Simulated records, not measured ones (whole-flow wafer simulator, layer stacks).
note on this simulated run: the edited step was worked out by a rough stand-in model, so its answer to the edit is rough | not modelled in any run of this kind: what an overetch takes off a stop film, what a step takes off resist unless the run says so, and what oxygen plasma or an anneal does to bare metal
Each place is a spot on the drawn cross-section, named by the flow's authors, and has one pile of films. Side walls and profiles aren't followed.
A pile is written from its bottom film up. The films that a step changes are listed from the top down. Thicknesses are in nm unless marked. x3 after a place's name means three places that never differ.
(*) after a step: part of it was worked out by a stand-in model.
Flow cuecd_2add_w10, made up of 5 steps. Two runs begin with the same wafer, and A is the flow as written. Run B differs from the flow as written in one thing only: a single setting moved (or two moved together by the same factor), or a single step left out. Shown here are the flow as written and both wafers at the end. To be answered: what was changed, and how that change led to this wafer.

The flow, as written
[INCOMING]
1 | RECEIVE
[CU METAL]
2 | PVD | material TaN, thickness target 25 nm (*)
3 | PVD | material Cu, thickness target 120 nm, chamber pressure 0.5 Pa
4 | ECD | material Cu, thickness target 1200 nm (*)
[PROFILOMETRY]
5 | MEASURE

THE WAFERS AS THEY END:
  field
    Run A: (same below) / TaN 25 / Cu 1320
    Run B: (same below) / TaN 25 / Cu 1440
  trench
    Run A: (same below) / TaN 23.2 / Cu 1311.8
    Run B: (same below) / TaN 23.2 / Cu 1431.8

What caused this: step 4, ECD: thickness target 1320 nm was run, whereas the flow has thickness target 1200 nm.

How this came from the change, step by step:
  4 | ECD | material Cu, thickness target 1200 nm (*)
      field, trench: A Cu gains 1200 | B Cu gains 1320
